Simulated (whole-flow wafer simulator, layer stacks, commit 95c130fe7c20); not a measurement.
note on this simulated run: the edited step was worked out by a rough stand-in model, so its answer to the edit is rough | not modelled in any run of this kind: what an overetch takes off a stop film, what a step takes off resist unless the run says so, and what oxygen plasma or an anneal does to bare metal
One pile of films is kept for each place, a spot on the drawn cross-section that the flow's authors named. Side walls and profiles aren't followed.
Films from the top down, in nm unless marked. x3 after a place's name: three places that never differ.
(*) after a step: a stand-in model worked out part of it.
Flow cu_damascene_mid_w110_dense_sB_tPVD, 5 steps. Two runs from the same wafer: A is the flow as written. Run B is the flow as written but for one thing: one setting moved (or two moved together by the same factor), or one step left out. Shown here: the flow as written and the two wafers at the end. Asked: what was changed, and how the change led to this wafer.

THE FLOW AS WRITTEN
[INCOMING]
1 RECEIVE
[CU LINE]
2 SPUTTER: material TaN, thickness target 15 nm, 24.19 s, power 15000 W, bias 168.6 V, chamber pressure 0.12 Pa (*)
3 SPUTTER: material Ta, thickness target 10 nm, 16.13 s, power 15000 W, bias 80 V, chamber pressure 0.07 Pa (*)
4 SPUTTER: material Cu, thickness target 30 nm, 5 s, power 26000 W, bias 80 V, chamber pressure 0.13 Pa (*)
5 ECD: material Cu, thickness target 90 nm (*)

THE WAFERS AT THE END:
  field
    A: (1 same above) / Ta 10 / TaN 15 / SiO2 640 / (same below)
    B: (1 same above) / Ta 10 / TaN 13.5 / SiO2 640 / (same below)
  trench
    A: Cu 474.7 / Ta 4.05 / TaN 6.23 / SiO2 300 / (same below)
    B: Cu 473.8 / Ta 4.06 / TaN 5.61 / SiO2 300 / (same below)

The cause: step 2, SPUTTER: thickness target 13.5 nm was run, where the flow has thickness target 15 nm.
It can be read off the wafer: field has TaN 13.5, and step 2 as written asks for 15 nm.

How the change led to this, step by step:
  2 SPUTTER: material TaN, thickness target 15 nm, 24.19 s, power 15000 W, bias 168.6 V, chamber pressure 0.12 Pa (*)
      field: A TaN +15 (new film) | B TaN +13.5 (new film)
      trench: A TaN +6.23 (new film) | B TaN +5.61 (new film)
